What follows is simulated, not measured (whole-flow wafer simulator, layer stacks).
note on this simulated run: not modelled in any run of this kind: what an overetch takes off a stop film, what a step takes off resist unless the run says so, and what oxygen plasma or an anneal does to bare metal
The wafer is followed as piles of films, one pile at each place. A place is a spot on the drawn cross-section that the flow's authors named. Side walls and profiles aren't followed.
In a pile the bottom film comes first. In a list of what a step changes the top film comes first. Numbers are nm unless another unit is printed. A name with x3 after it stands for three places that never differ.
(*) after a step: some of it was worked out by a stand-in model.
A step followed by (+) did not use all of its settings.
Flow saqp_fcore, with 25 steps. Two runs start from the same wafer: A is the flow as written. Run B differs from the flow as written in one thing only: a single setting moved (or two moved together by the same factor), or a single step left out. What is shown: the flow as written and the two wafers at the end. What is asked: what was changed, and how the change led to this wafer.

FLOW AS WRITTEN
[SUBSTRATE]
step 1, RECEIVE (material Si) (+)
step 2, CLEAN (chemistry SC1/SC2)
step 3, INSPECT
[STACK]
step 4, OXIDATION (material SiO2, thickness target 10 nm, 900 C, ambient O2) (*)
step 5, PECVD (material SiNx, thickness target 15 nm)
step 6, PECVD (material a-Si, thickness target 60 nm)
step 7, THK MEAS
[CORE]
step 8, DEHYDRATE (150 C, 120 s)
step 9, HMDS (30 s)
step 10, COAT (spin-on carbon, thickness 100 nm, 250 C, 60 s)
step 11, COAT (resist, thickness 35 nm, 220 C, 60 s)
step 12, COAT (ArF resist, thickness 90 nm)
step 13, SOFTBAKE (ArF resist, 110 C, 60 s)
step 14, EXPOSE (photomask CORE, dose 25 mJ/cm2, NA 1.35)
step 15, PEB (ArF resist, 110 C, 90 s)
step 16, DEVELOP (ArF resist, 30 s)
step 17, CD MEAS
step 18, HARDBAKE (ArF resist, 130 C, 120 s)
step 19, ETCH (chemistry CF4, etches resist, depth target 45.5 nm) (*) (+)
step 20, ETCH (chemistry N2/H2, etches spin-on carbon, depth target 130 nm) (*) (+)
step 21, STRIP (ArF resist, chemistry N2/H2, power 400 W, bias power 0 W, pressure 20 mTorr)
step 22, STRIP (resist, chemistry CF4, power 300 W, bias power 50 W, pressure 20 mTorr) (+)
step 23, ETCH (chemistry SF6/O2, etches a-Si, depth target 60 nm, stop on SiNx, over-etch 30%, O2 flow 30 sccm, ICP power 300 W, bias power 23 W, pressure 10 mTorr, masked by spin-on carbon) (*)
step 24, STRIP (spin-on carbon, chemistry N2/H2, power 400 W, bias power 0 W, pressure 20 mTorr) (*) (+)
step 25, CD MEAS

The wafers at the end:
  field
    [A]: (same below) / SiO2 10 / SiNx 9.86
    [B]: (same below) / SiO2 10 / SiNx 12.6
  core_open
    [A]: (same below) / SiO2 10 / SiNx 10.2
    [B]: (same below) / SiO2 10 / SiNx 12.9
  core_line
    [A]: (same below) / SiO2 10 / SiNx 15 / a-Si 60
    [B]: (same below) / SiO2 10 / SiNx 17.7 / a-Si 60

Cause: step 5, PECVD: thickness target 17.7 nm was run, while the flow as written has thickness target 15 nm.
One can read it off the wafer: core_line has SiNx 17.7, and step 5 as written asks for 15 nm.

How this came from the change, step by step:
  step 5, PECVD (material SiNx, thickness target 15 nm)
      field, core_open, core_line: A SiNx gains 15 (new film) | B SiNx gains 17.7 (new film)
